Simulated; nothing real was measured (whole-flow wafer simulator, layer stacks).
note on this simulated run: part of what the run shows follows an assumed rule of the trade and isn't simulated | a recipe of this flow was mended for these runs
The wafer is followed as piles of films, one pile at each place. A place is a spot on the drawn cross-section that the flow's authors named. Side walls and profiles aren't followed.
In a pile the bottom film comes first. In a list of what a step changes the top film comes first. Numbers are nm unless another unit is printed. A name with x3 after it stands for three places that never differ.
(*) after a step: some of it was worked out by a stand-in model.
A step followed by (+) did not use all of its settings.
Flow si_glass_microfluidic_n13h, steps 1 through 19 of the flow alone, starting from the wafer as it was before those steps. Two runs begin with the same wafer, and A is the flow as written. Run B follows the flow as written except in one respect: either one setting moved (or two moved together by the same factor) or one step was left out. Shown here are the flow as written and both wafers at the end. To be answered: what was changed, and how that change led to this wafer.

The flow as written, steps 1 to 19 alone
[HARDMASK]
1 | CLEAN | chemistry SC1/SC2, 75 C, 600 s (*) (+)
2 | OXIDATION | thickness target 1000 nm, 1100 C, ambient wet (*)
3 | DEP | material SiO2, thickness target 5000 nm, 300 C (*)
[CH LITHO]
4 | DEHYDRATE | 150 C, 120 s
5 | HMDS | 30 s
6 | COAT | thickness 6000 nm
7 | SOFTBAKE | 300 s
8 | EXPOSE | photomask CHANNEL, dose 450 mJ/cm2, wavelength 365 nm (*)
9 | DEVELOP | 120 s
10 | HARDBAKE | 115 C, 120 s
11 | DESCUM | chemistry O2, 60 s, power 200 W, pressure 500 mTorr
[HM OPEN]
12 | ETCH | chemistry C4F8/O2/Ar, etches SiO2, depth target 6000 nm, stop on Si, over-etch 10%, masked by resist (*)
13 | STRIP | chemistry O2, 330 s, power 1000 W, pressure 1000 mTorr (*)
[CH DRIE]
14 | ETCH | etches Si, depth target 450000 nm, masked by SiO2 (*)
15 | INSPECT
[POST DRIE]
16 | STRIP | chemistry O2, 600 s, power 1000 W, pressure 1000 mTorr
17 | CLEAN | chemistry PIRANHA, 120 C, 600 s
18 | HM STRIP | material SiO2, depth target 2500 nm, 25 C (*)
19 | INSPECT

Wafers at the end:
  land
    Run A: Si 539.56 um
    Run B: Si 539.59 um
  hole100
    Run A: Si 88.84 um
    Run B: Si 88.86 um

What caused this: step 2, OXIDATION: thickness target 928 nm was run, though the flow has thickness target 1000 nm.

Step by step, how the change led to this:
  2 | OXIDATION | thickness target 1000 nm, 1100 C, ambient wet (*)
      land, hole100: A +1000 SiO2 (new film), -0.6 chemical SiO2 (all of it), -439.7 Si | B +928 SiO2 (new film), -0.6 chemical SiO2 (all of it), -408.1 Si
  12 | ETCH | chemistry C4F8/O2/Ar, etches SiO2, depth target 6000 nm, stop on Si, over-etch 10%, masked by resist (*)
      hole100: A -6000 SiO2 (all of it), -75 Si | B -5928 SiO2 (all of it), -84 Si
  18 | HM STRIP | material SiO2, depth target 2500 nm, 25 C (*)
      land: A -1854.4 SiO2 (all of it) | B -1782.6 SiO2 (all of it)
